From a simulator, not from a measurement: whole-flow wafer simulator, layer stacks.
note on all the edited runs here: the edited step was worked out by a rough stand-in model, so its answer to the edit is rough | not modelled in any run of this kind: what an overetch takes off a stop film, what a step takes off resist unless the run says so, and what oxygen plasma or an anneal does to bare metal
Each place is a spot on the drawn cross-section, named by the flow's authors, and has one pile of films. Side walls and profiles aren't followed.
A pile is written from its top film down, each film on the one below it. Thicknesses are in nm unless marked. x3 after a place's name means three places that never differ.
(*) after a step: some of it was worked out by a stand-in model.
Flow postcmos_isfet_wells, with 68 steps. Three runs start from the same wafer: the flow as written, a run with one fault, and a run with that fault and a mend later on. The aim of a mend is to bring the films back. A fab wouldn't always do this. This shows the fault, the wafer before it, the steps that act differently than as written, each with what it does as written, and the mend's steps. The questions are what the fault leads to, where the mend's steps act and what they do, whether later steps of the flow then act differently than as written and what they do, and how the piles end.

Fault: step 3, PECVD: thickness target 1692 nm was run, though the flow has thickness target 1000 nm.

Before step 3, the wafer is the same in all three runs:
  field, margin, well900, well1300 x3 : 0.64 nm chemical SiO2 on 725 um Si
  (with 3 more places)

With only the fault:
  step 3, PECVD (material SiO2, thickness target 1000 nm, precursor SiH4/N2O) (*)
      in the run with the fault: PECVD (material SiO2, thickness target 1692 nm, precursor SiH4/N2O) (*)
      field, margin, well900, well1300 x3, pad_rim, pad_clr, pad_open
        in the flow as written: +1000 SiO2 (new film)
        in the run with the fault: +1692 SiO2 (new film)
  Later steps of the flow that are run all act as written at every place that is followed.
  At field, margin, well900, well1300 x3, pad_rim, pad_clr, pad_open, the piles at the end differ from the flow's by more than 2% or 0.5 nm, whichever is larger.
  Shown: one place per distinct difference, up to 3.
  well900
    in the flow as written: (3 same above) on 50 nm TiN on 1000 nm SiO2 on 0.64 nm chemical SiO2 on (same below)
    in the run with the fault: (3 same above) on 50 nm TiN on 1692 nm SiO2 on 0.64 nm chemical SiO2 on (same below)
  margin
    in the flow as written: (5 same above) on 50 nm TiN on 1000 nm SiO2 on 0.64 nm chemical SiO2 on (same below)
    in the run with the fault: (5 same above) on 50 nm TiN on 1692 nm SiO2 on 0.64 nm chemical SiO2 on (same below)
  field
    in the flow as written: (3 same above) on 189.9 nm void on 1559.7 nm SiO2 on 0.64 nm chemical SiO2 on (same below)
    in the run with the fault: (3 same above) on 189.9 nm void on 2251.7 nm SiO2 on 0.64 nm chemical SiO2 on (same below)

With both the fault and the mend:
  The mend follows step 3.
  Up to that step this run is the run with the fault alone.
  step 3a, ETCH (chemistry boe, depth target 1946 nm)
      field, margin, well900, well1300 x3, pad_rim, pad_clr, pad_open
        -1692 SiO2 (all of it), -0.64 chemical SiO2 (all of it)
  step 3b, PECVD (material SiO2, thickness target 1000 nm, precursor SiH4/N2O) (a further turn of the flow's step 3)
      field, margin, well900, well1300 x3, pad_rim, pad_clr, pad_open
        +1000 SiO2 (new film)
  Later steps of the flow that are run all act as written at every place that is followed.
  At field, margin, well900, well1300 x3, pad_rim, pad_clr, pad_open, the piles at the end differ from the flow's by more than 2% or 0.5 nm, whichever is larger.
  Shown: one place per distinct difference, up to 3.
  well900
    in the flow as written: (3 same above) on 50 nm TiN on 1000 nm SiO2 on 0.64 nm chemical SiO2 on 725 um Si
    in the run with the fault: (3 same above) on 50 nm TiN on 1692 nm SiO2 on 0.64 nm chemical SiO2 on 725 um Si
    in the run with the mend: (3 same above) on 50 nm TiN on 1000 nm SiO2 on 725 um Si
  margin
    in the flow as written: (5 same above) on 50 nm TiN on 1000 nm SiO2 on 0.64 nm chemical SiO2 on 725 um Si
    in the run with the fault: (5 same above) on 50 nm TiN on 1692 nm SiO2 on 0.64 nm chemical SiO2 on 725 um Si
    in the run with the mend: (5 same above) on 50 nm TiN on 1000 nm SiO2 on 725 um Si
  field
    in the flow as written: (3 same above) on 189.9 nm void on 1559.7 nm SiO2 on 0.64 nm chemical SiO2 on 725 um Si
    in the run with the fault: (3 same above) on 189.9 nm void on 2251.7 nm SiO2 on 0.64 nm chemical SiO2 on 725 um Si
    in the run with the mend: (3 same above) on 189.9 nm void on 1559.7 nm SiO2 on 725 um Si
